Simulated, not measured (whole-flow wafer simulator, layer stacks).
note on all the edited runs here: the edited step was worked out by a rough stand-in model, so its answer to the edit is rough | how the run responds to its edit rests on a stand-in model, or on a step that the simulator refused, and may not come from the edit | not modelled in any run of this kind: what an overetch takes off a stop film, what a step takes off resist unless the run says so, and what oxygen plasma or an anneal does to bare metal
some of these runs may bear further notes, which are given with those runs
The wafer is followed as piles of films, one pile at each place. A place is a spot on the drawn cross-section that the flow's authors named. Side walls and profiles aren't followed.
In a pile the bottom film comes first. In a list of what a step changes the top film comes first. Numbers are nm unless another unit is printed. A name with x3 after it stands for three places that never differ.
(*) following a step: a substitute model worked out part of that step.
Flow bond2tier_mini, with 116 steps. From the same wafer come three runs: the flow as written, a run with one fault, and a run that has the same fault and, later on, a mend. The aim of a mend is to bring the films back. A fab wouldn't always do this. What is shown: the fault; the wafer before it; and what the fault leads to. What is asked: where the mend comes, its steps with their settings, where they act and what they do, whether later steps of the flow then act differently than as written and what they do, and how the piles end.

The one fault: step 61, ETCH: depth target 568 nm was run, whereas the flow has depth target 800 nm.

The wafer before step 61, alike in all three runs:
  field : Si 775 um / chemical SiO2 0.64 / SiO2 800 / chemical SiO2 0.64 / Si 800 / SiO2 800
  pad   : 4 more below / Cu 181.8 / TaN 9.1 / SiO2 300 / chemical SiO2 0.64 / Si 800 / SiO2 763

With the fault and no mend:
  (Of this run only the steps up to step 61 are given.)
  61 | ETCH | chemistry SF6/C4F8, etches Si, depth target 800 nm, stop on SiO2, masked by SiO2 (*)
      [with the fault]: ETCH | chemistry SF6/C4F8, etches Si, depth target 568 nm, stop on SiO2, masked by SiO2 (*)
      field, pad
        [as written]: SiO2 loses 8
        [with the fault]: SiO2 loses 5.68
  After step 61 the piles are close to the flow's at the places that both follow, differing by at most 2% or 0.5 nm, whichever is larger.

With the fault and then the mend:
  After step 61 comes the mend.
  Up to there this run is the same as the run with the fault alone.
  61a | ETCH | chemistry SF6/C4F8, etches Si, depth target 232 nm, stop on SiO2, masked by SiO2 (*) (the flow's step 61, run once more with other settings)
      field, pad
        SiO2 loses 2.32
  None of the later steps of the flow acts differently than as written at any place that is followed.
  The piles end the same as the flow's at every place that both follow.
